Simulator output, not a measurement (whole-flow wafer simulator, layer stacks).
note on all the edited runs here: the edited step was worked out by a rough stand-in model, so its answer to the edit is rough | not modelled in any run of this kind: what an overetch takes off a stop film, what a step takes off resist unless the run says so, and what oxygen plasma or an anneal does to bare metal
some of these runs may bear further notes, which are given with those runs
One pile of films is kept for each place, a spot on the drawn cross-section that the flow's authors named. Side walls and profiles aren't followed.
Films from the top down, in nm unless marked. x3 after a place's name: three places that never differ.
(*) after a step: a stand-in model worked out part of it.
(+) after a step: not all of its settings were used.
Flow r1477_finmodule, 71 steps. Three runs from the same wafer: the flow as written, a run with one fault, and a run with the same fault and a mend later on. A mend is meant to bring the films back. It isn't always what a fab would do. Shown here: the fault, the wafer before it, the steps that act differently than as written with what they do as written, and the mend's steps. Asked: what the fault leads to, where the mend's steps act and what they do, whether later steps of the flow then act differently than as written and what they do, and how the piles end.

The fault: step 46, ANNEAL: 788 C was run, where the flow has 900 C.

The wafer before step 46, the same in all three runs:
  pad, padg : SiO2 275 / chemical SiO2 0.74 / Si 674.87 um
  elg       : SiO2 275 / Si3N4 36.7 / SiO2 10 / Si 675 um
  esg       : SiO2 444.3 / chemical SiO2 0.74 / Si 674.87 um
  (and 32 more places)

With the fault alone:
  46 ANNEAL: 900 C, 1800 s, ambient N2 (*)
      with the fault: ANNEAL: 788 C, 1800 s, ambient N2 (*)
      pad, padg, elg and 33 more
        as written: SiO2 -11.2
        with the fault: SiO2 -8.7
  Later steps of the flow that act differently than as written (1 more step differs only slightly, by at most 2% or 0.5 nm, whichever is larger, and isn't shown):
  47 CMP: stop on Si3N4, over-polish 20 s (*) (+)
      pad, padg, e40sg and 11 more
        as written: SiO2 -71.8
        with the fault: SiO2 -74.3
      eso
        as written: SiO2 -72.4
        with the fault: SiO2 -74.9
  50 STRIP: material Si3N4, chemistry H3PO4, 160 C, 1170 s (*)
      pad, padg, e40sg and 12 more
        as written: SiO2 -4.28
        with the fault: SiO2 -6.88
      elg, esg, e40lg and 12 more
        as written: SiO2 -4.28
        with the fault: SiO2 -6.02
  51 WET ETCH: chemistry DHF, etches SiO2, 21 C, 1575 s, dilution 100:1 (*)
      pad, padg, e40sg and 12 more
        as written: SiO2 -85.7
        with the fault: SiO2 -128.1
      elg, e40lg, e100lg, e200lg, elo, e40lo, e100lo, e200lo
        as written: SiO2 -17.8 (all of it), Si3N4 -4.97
        with the fault: SiO2 -16.1 (all of it), Si3N4 -5.46
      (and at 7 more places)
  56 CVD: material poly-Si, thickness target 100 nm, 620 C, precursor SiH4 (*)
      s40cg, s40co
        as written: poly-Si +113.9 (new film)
        with the fault: poly-Si +146.7 (new film)
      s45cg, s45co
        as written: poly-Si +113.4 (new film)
        with the fault: poly-Si +146.7 (new film)
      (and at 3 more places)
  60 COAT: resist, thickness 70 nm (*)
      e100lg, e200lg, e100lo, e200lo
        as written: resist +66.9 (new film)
        with the fault: resist +64.7 (new film)
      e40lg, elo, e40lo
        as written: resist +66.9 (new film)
        with the fault: resist +64.6 (new film)
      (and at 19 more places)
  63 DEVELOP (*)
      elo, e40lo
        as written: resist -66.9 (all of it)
        with the fault: resist -64.6 (all of it)
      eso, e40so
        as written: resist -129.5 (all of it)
        with the fault: resist -171.7 (all of it)
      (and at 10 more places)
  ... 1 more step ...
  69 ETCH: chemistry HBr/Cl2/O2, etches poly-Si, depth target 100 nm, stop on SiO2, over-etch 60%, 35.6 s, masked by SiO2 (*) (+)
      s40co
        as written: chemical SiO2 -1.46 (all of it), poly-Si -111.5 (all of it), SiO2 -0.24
        with the fault: chemical SiO2 -1.62 (all of it), poly-Si -144.2 (all of it), SiO2 -0.08
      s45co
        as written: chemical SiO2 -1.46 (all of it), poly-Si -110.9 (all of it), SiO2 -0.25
        with the fault: chemical SiO2 -1.62 (all of it), poly-Si -144.2 (all of it), SiO2 -0.08
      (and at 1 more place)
  At the end the piles differ from the flow's by more than 2% or 0.5 nm, whichever is larger, at pad, padg, esg and 19 more.
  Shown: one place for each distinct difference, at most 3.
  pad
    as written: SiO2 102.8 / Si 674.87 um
    with the fault: SiO2 58 / Si 674.87 um
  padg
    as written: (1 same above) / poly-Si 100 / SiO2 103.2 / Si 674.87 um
    with the fault: (1 same above) / poly-Si 100 / SiO2 58.4 / Si 674.87 um
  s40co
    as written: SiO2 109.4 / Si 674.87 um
    with the fault: SiO2 78.8 / Si 674.87 um

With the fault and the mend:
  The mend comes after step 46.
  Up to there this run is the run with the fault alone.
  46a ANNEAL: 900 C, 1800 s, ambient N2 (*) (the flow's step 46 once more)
      pad, padg, elg and 33 more
        SiO2 -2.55
  No later step of the flow acts differently than as written at any place that is followed.
  At the end the piles are the same as the flow's at every place that both follow.
